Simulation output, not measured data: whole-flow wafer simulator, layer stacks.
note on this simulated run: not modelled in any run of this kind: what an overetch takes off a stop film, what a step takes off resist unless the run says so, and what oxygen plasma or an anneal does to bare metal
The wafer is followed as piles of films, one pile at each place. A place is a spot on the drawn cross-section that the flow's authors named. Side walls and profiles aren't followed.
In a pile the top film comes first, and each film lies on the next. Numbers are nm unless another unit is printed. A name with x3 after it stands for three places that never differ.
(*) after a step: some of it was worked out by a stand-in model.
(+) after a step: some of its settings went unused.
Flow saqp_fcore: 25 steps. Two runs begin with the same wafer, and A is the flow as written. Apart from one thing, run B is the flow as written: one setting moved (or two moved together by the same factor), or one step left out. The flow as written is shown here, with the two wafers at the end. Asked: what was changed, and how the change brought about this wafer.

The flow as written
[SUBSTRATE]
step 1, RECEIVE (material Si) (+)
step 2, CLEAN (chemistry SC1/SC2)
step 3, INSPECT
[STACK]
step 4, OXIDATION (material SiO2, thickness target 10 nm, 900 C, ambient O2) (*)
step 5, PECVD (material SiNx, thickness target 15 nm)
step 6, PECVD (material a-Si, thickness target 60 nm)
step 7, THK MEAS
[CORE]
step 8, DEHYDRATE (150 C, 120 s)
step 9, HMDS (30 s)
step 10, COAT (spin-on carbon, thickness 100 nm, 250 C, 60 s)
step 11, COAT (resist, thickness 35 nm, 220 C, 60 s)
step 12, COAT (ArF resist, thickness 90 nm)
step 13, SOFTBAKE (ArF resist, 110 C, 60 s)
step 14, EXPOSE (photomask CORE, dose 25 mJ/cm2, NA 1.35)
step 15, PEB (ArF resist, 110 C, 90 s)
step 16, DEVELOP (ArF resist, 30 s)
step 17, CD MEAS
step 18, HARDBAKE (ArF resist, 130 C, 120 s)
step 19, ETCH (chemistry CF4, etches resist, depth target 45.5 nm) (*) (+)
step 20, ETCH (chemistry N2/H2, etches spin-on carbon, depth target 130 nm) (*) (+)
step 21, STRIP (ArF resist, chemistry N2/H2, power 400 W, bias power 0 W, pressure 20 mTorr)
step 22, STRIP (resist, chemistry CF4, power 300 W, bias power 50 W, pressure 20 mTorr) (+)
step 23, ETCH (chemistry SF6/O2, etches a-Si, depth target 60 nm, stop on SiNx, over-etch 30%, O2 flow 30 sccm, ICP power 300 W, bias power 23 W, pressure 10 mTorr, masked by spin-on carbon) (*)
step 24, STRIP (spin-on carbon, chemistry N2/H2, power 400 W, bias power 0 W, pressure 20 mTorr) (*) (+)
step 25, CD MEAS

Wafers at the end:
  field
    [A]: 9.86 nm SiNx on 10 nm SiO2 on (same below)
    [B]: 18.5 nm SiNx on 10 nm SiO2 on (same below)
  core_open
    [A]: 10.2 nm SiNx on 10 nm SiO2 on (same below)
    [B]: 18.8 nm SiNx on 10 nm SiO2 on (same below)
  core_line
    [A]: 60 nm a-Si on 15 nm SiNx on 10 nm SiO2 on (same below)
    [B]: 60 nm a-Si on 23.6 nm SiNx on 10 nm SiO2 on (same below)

The reason: step 5, PECVD: thickness target 23.6 nm was run, whereas the flow has thickness target 15 nm.
The wafer itself shows it: core_line has SiNx 23.6, and step 5 as written asks for 15 nm.

Step by step, how the change led to this:
  step 5, PECVD (material SiNx, thickness target 15 nm)
      field, core_open, core_line: A +15 SiNx (new film) | B +23.6 SiNx (new film)
